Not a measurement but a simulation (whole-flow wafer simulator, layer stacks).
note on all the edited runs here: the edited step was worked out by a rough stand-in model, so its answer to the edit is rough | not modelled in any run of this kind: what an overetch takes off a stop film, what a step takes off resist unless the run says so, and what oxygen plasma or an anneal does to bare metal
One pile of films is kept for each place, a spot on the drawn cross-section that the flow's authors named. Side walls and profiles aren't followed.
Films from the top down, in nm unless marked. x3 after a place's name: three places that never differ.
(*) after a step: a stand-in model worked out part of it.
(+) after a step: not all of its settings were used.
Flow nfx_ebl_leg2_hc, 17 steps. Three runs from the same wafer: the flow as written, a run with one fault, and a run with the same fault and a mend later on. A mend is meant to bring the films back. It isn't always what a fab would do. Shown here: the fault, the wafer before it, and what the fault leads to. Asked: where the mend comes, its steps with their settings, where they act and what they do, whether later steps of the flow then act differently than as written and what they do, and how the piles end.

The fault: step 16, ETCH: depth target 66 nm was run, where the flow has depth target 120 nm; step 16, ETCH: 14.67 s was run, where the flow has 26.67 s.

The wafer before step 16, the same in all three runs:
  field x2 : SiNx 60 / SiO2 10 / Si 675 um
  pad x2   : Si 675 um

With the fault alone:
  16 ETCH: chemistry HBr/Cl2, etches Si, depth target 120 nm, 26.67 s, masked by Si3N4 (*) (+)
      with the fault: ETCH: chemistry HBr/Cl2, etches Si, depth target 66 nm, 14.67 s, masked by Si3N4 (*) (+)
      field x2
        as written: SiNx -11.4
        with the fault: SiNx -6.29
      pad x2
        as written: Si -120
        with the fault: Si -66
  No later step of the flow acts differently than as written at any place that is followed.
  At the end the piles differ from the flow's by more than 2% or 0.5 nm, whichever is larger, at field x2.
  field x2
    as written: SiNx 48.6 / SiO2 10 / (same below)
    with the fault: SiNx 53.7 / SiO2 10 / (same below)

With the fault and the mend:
  The mend comes after step 17.
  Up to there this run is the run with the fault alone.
  17a ETCH: chemistry HBr/Cl2, etches Si, depth target 54 nm, 12 s, masked by Si3N4 (*) (+) (the flow's step 16 once more, with other settings)
      field x2
        SiNx -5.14
      pad x2
        Si -54
  No later step of the flow acts differently than as written at any place that is followed.
  At the end the piles are the same as the flow's at every place that both follow.
